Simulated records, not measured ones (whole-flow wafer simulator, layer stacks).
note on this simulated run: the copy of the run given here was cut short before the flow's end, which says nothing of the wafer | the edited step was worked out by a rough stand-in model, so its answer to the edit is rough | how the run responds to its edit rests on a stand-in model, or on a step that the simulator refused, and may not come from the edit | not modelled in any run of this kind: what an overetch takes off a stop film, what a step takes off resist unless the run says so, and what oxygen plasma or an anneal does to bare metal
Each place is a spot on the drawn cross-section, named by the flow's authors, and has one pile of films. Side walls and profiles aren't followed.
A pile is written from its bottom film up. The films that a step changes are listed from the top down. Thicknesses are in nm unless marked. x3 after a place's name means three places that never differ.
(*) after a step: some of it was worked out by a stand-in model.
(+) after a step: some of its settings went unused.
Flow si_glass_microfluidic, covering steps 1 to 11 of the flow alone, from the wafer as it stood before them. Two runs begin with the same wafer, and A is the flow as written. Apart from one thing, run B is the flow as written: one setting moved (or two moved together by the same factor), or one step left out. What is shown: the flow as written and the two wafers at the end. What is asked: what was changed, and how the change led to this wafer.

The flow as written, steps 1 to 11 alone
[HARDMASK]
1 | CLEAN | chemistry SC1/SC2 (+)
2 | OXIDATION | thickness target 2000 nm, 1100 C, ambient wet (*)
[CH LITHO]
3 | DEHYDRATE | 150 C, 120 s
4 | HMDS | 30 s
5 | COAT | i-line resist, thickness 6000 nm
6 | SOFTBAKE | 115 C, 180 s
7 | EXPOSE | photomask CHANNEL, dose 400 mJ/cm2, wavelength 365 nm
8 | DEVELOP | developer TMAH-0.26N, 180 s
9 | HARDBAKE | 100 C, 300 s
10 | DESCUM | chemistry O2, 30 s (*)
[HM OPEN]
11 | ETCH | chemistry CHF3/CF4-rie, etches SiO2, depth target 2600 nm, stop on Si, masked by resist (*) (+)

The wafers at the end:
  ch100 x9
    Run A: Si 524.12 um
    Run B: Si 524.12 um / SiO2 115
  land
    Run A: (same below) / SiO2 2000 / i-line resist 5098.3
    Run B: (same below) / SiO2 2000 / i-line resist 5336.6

What caused this: step 11, ETCH: depth target 1885 nm was run, while the flow as written has depth target 2600 nm.

How this came from the change, step by step:
  11 | ETCH | chemistry CHF3/CF4-rie, etches SiO2, depth target 2600 nm, stop on Si, masked by resist (*) (+)
      ch100 x9: A SiO2 loses 2000 (all of it) | B SiO2 loses 1885
      land: A i-line resist loses 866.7 | B i-line resist loses 628.3
